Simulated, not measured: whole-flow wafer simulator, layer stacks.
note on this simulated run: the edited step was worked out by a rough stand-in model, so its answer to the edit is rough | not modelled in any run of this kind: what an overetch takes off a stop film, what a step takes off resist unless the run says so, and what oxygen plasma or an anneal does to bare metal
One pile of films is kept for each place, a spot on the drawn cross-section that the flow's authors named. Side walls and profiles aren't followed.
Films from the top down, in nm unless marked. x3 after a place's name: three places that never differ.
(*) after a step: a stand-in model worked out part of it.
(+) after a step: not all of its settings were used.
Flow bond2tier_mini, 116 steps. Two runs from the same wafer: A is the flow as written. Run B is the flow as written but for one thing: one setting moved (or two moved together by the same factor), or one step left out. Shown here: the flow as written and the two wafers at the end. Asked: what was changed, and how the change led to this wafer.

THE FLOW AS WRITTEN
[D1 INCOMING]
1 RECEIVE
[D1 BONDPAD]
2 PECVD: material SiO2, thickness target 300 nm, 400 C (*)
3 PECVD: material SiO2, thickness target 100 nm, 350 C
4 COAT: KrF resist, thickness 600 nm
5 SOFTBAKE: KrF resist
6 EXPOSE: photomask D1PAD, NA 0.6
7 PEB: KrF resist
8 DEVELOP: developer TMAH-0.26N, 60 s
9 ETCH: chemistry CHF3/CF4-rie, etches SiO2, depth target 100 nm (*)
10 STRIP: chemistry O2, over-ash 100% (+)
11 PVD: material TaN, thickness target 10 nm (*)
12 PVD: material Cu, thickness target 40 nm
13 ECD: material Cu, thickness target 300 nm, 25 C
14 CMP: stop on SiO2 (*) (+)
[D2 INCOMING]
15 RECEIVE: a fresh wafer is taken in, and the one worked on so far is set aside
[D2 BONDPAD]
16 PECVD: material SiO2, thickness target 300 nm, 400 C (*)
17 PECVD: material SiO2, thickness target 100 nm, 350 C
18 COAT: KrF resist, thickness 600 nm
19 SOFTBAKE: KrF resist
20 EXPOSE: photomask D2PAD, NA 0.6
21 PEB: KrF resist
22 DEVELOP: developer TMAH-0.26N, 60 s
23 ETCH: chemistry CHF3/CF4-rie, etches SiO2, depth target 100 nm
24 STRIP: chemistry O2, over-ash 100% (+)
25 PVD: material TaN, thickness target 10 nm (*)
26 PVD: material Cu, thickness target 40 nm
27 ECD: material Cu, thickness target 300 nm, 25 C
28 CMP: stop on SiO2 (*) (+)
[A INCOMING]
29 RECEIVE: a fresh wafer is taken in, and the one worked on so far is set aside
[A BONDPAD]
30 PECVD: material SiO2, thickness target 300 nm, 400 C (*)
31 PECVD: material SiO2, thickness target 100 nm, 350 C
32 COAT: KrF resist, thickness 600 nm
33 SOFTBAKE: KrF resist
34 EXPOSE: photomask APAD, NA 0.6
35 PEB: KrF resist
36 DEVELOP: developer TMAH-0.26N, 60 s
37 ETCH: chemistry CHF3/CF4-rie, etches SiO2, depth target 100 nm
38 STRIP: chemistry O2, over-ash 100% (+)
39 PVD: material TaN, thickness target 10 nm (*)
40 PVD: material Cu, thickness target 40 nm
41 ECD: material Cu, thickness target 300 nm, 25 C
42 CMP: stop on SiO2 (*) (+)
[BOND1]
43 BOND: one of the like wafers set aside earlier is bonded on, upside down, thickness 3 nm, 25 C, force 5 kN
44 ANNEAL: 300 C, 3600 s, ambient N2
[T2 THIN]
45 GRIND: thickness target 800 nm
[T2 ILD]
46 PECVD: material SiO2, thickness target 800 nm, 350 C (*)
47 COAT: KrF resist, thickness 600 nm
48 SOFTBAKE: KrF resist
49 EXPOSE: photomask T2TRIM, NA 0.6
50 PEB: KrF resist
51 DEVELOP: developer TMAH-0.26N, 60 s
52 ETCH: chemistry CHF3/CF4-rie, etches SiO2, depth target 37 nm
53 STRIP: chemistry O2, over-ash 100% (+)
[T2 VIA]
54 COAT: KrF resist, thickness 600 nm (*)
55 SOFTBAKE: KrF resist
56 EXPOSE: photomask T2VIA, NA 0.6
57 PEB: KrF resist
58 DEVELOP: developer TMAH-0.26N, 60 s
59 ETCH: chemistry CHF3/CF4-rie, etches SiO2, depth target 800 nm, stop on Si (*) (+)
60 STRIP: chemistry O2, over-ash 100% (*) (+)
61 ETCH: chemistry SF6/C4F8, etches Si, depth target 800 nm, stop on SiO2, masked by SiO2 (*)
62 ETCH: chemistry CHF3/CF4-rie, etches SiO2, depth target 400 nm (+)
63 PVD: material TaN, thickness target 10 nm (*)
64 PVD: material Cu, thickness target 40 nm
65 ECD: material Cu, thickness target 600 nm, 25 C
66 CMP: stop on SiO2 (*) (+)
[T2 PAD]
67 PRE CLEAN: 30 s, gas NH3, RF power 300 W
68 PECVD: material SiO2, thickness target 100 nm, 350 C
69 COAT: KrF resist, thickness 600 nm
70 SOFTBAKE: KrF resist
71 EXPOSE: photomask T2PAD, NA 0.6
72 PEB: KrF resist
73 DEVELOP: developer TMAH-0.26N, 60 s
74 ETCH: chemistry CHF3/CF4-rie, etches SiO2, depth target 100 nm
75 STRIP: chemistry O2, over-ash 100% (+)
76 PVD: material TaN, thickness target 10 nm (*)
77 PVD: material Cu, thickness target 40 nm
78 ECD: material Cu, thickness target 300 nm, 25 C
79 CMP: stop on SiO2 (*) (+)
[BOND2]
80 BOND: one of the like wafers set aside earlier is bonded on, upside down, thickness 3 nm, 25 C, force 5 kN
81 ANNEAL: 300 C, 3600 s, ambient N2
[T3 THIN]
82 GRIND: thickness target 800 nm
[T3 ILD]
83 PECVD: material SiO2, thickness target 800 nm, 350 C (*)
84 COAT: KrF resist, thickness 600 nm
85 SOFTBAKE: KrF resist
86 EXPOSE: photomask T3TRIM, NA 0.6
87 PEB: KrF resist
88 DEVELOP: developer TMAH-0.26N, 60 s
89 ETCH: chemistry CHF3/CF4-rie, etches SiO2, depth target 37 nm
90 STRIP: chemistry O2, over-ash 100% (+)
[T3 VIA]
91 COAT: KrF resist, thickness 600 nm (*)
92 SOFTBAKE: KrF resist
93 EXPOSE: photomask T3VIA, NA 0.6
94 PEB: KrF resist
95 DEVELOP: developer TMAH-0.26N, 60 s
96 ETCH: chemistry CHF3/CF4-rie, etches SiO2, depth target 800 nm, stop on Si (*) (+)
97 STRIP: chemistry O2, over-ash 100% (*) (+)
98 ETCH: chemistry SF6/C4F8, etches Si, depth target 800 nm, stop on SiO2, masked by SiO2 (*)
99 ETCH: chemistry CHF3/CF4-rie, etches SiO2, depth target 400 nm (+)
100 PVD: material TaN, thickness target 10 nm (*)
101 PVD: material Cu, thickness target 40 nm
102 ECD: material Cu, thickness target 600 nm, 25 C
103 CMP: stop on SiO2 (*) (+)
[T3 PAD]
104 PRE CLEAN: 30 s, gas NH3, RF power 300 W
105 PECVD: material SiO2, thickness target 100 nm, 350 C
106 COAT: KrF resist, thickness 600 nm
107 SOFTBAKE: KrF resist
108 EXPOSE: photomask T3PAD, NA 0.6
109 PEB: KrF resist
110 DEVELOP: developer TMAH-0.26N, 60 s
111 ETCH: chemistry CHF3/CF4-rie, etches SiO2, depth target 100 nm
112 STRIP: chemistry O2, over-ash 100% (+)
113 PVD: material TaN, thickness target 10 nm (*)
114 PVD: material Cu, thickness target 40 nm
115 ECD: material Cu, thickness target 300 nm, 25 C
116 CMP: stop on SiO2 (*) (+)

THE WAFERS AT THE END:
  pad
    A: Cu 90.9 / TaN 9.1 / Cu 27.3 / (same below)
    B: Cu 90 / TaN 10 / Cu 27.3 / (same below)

The cause: step 113, PVD: thickness target 11 nm was run, where the flow has thickness target 10 nm.

How the change led to this, step by step:
  113 PVD: material TaN, thickness target 10 nm (*)
      field: A TaN +10 (new film) | B TaN +11 (new film)
      pad: A TaN +9.1 (new film) | B TaN +10 (new film)
  116 CMP: stop on SiO2 (*) (+)
      field: A Cu -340 (all of it), TaN -10 (all of it) | B Cu -340 (all of it), TaN -11 (all of it)
